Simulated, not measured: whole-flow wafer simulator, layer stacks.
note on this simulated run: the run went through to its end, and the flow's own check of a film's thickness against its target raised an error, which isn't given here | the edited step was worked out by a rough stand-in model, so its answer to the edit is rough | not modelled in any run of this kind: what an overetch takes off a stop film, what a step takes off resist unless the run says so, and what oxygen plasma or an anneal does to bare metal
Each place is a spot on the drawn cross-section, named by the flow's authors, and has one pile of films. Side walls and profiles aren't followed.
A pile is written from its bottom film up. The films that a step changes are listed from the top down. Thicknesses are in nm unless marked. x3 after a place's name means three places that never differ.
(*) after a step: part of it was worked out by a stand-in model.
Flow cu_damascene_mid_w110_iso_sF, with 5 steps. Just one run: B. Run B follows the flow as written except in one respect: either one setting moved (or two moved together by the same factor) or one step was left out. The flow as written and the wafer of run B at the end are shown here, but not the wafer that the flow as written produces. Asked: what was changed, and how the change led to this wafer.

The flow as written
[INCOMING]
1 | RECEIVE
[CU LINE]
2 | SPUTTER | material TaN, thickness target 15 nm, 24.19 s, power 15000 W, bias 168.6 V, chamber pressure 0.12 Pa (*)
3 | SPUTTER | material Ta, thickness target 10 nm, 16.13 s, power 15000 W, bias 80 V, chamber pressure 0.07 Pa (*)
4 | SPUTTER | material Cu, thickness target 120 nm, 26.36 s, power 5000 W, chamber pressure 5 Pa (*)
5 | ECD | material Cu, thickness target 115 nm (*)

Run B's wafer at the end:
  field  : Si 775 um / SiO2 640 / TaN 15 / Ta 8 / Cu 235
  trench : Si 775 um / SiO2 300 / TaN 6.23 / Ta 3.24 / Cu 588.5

What caused this: step 3, SPUTTER: thickness target 8 nm was run, whereas the flow has thickness target 10 nm; step 3, SPUTTER: 12.9 s was run, where the flow has 16.13 s.
One can read it off the wafer: field has Ta 8, and step 3 as written asks for 10 nm.

How this came from the change, step by step:
  3 | SPUTTER | material Ta, thickness target 10 nm, 16.13 s, power 15000 W, bias 80 V, chamber pressure 0.07 Pa (*)
      field: Ta gains 8 (new film) (in the flow as written it would be: Ta gains 10 (new film))
      trench: Ta gains 3.24 (new film) (in the flow as written it would be: Ta gains 4.05 (new film))
